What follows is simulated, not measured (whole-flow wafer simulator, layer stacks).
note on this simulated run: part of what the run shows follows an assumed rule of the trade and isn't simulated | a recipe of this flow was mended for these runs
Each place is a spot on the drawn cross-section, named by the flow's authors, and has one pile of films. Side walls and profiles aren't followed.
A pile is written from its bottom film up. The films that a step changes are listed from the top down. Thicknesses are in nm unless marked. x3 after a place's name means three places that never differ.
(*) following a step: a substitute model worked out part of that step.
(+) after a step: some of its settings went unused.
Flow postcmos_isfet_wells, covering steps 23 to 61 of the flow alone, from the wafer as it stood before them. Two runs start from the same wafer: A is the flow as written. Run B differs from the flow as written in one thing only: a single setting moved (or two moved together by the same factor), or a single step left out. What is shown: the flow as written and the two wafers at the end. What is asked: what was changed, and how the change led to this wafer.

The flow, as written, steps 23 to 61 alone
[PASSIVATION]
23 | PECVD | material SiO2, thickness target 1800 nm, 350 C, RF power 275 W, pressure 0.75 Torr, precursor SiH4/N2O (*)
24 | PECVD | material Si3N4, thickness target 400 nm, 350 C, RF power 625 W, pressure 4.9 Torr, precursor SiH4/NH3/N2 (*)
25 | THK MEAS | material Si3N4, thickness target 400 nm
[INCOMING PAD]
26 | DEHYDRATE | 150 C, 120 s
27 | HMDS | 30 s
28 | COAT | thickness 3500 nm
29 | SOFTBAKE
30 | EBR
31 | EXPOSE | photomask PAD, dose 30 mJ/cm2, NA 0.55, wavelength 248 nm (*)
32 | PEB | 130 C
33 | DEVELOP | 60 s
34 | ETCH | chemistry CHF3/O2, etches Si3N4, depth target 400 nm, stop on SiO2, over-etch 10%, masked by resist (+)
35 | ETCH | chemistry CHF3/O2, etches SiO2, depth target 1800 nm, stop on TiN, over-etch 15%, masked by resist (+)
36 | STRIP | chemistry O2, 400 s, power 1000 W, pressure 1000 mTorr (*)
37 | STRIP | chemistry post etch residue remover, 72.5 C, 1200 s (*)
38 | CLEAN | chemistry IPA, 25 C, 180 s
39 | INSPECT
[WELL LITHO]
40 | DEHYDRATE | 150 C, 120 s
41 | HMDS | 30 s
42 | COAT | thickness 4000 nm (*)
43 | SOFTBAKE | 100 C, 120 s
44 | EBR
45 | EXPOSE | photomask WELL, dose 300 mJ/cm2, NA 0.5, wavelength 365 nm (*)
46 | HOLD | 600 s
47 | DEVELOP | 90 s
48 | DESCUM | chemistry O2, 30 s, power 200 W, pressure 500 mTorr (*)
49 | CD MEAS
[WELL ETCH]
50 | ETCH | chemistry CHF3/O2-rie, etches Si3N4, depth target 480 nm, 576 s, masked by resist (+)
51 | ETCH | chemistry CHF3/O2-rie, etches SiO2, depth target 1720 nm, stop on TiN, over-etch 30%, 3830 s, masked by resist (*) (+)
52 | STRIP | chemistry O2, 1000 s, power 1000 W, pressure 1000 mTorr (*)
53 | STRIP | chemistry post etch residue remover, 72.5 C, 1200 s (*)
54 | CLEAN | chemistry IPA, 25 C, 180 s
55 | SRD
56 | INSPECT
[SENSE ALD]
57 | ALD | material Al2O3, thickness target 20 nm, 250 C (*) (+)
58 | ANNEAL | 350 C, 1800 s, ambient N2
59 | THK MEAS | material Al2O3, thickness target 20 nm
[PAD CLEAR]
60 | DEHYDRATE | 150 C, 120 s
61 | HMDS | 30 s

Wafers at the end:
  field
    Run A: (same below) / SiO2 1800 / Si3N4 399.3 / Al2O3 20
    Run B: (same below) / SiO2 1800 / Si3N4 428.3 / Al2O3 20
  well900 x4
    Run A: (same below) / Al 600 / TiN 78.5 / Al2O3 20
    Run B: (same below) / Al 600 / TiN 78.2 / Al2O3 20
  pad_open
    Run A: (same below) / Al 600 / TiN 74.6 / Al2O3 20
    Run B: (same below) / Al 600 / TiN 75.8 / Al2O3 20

What caused this: step 24, PECVD: thickness target 429 nm was run, whereas the flow has thickness target 400 nm.

How this came from the change, step by step:
  24 | PECVD | material Si3N4, thickness target 400 nm, 350 C, RF power 625 W, pressure 4.9 Torr, precursor SiH4/NH3/N2 (*)
      field, margin x2, well900 x4, pad_clr, pad_open: A Si3N4 gains 400 (new film) | B Si3N4 gains 429 (new film)
  34 | ETCH | chemistry CHF3/O2, etches Si3N4, depth target 400 nm, stop on SiO2, over-etch 10%, masked by resist (+)
      pad_open: A Si3N4 loses 400 (all of it), SiO2 loses 20 | B Si3N4 loses 429 (all of it), SiO2 loses 5.5
  35 | ETCH | chemistry CHF3/O2, etches SiO2, depth target 1800 nm, stop on TiN, over-etch 15%, masked by resist (+)
      pad_open: A SiO2 loses 1780 (all of it), TiN loses 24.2 | B SiO2 loses 1794.5 (all of it), TiN loses 23
  50 | ETCH | chemistry CHF3/O2-rie, etches Si3N4, depth target 480 nm, 576 s, masked by resist (+)
      well900 x4: A Si3N4 loses 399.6 (all of it), SiO2 loses 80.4 | B Si3N4 loses 428.6 (all of it), SiO2 loses 51.4
